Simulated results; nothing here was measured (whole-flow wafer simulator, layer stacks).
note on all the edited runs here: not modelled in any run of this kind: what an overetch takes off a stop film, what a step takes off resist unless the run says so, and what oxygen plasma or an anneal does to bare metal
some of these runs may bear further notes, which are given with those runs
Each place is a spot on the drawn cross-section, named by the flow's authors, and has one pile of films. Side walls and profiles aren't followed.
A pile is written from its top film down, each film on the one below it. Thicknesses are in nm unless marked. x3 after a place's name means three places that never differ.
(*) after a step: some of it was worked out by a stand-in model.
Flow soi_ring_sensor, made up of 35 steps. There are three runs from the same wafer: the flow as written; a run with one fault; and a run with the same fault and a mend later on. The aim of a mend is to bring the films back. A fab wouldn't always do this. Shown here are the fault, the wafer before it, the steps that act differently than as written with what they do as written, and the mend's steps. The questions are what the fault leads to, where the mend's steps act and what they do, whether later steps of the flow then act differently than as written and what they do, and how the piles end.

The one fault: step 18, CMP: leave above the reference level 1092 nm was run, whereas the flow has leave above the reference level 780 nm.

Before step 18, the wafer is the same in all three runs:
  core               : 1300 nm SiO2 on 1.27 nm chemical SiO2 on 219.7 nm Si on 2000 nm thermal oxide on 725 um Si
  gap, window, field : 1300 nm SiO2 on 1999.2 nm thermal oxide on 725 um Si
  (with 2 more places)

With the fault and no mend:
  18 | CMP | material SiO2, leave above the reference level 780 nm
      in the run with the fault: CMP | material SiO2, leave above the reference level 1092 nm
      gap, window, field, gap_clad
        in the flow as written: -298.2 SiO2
        in the run with the fault: nothing
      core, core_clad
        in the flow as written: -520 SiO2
        in the run with the fault: -208 SiO2
  Steps further on in the flow that do not act as written (5 other steps are not shown; they differ only slightly, by no more than 2% or 0.5 nm, whichever is larger):
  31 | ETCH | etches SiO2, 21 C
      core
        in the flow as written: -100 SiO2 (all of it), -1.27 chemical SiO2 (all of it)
        in the run with the fault: -412 SiO2 (all of it), -1.27 chemical SiO2 (all of it)
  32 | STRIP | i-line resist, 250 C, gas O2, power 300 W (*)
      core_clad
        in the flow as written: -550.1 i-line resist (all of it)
        in the run with the fault: -538.6 i-line resist (all of it)
  At field, core_clad, the piles at the end differ from the flow's by more than 2% or 0.5 nm, whichever is larger.
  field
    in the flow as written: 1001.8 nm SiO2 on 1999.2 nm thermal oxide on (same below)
    in the run with the fault: 1300 nm SiO2 on 1999.2 nm thermal oxide on (same below)
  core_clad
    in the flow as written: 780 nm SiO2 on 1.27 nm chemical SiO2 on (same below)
    in the run with the fault: 1092 nm SiO2 on 1.27 nm chemical SiO2 on (same below)

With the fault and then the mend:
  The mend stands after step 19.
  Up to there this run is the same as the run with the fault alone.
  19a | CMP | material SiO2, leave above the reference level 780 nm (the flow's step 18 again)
      gap, window, field, gap_clad
        -298.2 SiO2
      core, core_clad
        -312 SiO2
  Later steps of the flow that are run all act as written at every place that is followed.
  By the end, the piles equal the flow's at every place that both follow.
